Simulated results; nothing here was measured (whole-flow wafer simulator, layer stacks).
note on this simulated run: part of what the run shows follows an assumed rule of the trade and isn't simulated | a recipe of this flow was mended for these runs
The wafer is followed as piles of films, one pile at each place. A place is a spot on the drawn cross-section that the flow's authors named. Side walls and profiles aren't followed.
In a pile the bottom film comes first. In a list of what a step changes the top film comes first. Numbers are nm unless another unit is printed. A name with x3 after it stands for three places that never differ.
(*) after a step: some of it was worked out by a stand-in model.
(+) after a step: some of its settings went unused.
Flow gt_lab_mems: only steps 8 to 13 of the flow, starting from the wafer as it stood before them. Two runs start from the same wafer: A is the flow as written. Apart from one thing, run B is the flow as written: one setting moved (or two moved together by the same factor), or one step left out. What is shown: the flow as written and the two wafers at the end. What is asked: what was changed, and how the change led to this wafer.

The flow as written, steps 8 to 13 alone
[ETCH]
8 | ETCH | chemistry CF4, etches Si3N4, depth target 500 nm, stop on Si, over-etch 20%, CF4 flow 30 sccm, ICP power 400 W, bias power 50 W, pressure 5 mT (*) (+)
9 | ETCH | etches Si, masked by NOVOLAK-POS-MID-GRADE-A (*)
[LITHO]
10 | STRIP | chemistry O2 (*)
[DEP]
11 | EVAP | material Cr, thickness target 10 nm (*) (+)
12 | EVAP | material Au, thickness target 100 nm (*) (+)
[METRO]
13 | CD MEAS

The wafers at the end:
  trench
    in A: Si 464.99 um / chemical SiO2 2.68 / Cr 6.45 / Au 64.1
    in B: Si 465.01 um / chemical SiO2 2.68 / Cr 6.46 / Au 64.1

Cause: step 8, ETCH: depth target 462 nm was run, whereas the flow has depth target 500 nm.

How this came from the change, step by step:
  8 | ETCH | chemistry CF4, etches Si3N4, depth target 500 nm, stop on Si, over-etch 20%, CF4 flow 30 sccm, ICP power 400 W, bias power 50 W, pressure 5 mT (*) (+)
      field: A -400 g/i-line-resist | B -369.6 g/i-line-resist
      trench: A -500 Si3N4 (all of it), -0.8 chemical SiO2 (all of it), -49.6 Si | B -500 Si3N4 (all of it), -0.8 chemical SiO2 (all of it), -26.8 Si
  10 | STRIP | chemistry O2 (*)
      field: A -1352 g/i-line-resist (all of it) | B -1382.4 g/i-line-resist (all of it)
